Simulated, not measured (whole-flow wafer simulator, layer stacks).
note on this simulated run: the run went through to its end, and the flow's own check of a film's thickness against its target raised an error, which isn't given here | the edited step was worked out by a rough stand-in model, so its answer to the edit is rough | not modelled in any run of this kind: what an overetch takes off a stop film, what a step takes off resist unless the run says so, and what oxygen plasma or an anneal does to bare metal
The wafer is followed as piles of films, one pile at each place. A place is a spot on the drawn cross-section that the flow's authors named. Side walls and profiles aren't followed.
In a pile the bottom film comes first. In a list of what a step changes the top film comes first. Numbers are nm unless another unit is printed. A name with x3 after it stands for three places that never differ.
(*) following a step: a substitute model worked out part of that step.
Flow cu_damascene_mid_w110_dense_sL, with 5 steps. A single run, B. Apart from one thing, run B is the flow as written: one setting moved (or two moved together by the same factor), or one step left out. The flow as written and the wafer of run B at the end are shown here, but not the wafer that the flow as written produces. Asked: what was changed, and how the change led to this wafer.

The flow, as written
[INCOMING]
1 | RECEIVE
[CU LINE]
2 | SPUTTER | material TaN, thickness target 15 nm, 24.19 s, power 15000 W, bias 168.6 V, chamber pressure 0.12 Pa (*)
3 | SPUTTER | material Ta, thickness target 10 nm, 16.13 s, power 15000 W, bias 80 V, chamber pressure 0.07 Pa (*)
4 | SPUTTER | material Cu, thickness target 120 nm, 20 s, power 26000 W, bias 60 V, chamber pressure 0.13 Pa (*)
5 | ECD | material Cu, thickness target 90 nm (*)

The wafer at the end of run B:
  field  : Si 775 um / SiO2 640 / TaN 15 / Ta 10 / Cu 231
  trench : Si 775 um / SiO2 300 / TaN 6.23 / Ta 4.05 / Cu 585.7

The reason: step 4, SPUTTER: thickness target 141 nm was run, though the flow has thickness target 120 nm; step 4, SPUTTER: 23.5 s was run, where the flow has 20 s.

How this came from the change, step by step:
  4 | SPUTTER | material Cu, thickness target 120 nm, 20 s, power 26000 W, bias 60 V, chamber pressure 0.13 Pa (*)
      field: Cu gains 141 (new film) (as written it would have been: Cu gains 120 (new film))
      trench: Cu gains 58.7 (new film) (as written it would have been: Cu gains 49.9 (new film))
  5 | ECD | material Cu, thickness target 90 nm (*)
      trench: Cu gains 527 (as written it would have been: Cu gains 514.8)
